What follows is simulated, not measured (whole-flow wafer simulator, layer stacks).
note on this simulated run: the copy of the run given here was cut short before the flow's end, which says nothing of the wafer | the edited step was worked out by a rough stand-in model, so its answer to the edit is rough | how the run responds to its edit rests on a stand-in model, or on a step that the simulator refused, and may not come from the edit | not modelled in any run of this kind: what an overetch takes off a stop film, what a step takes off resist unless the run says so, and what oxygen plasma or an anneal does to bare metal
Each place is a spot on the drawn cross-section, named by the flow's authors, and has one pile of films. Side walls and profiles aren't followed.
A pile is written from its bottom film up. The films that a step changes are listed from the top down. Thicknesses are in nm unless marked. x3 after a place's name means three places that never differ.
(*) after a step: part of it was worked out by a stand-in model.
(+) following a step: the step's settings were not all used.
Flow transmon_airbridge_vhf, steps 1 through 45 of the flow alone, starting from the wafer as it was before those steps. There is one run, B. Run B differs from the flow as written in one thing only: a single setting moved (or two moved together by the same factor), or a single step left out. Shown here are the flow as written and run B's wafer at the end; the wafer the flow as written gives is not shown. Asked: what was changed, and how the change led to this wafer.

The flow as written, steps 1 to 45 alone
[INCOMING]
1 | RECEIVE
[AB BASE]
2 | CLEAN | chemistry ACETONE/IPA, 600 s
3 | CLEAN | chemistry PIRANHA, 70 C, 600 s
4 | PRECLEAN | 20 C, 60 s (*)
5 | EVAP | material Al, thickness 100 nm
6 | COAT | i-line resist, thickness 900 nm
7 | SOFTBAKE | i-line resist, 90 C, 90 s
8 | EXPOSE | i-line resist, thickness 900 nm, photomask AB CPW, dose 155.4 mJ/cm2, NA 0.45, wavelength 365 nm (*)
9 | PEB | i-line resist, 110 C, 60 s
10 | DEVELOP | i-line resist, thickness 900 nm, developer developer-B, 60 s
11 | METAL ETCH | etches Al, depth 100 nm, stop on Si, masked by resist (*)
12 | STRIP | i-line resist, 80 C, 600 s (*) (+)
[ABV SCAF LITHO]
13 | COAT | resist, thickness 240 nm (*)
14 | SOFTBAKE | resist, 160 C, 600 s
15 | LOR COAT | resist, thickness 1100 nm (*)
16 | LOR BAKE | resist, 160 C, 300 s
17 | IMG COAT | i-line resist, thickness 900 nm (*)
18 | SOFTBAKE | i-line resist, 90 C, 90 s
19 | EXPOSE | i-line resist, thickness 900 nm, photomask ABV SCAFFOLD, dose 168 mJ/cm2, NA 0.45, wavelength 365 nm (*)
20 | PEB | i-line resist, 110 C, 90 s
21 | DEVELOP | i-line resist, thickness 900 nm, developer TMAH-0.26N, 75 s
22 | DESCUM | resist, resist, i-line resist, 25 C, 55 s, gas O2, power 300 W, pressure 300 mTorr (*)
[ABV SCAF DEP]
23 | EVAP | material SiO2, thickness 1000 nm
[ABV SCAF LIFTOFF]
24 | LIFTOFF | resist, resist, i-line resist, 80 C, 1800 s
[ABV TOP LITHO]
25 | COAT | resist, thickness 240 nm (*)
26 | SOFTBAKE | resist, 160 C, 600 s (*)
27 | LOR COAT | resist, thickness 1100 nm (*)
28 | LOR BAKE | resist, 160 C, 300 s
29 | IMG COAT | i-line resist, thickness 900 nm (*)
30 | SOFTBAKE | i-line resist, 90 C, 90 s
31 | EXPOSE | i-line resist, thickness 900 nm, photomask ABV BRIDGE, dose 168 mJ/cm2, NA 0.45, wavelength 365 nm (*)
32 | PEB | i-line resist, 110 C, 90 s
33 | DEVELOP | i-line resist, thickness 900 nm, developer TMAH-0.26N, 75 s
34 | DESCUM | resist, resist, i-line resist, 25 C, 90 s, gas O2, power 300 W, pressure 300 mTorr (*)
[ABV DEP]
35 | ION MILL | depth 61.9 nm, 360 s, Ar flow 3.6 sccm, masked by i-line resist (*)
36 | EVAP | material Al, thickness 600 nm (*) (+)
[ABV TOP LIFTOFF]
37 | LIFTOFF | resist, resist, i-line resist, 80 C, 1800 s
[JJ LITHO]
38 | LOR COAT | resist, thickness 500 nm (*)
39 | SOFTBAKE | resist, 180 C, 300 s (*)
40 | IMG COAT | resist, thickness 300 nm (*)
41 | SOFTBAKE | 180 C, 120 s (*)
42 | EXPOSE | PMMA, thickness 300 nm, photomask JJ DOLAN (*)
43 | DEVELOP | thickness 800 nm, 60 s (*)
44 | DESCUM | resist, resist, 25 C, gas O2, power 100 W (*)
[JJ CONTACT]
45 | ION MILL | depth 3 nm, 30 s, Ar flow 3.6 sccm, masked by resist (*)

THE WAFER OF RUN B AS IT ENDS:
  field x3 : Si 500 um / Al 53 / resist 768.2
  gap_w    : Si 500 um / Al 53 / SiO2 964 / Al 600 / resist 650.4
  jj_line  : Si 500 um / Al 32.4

The reason: step 11, METAL ETCH: depth 47 nm was run, though the flow has depth 100 nm.

Step by step, how the change led to this:
  11 | METAL ETCH | etches Al, depth 100 nm, stop on Si, masked by resist (*)
      field x3, jj_line, gap_w, gap_e: Al loses 47 (it would be, as written: Al loses 100 (all of it))
      ground_far, pad_w, flank_w and 8 more: i-line resist loses 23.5 (it would be, as written: i-line resist loses 50)
  12 | STRIP | i-line resist, 80 C, 600 s (*) (+)
      ground_far, pad_w, flank_w and 8 more: i-line resist loses 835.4 (all of it) (it would be, as written: i-line resist loses 808.9 (all of it))
  13 | COAT | resist, thickness 240 nm (*)
      flank_w, flank_e: resist gains 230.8 (new film) (it would be, as written: resist gains 222.3 (new film))
      gap_w, gap_e: resist gains 246 (new film) (it would be, as written: resist gains 251.7 (new film))
  22 | DESCUM | resist, resist, i-line resist, 25 C, 55 s, gas O2, power 300 W, pressure 300 mTorr (*)
      flank_w, flank_e: resist loses 230.8 (all of it) (it would be, as written: resist loses 222.3 (all of it))
      gap_w, gap_e: resist loses 246 (all of it) (it would be, as written: resist loses 251.7 (all of it))
  25 | COAT | resist, thickness 240 nm (*)
      flank_w, flank_e: resist gains 159.1 (new film) (it would be, as written: resist gains 152.6 (new film))
      gap_w, gap_e: resist gains 205 (new film) (it would be, as written: resist gains 210.7 (new film))
  29 | IMG COAT | i-line resist, thickness 900 nm (*)
      gap_w, gap_e: i-line resist gains 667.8 (new film) (it would be, as written: i-line resist gains 681.7 (new film))
  32 | PEB | i-line resist, 110 C, 90 s
      gap_w, gap_e: i-line resist loses 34 (it would be, as written: i-line resist loses 34.7)
  33 | DEVELOP | i-line resist, thickness 900 nm, developer TMAH-0.26N, 75 s
      gap_w, gap_e: i-line resist loses 633.8 (all of it), resist loses 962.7 (it would be, as written: i-line resist loses 646.9 (all of it), resist loses 977.8)
  34 | DESCUM | resist, resist, i-line resist, 25 C, 90 s, gas O2, power 300 W, pressure 300 mTorr (*)
      flank_w, flank_e: resist loses 159.1 (all of it) (it would be, as written: resist loses 152.6 (all of it))
      gap_w, gap_e: resist loses 205 (all of it) (it would be, as written: resist loses 210.7 (all of it))
  38 | LOR COAT | resist, thickness 500 nm (*)
      gap_w, gap_e: resist gains 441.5 (new film) (it would be, as written: resist gains 450.7 (new film))
  40 | IMG COAT | resist, thickness 300 nm (*)
      flank_w, flank_e: resist gains 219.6 (it would be, as written: resist gains 212.1)
      gap_w, gap_e: resist gains 240.7 (it would be, as written: resist gains 245.7)
  45 | ION MILL | depth 3 nm, 30 s, Ar flow 3.6 sccm, masked by resist (*)
      jj_line: Al loses 20.6 (it would be, as written: Si loses 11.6)
Taking metal films that touch as one body, field x3 has 1 body; the flow as written gives 0 bodies.
Taking metal films that touch as one body, gap_w has 2 bodies (between them, from the top down: SiO2 964); the flow as written gives 1 body.
Taking metal films that touch as one body, jj_line has 1 body; the flow as written gives 0 bodies.
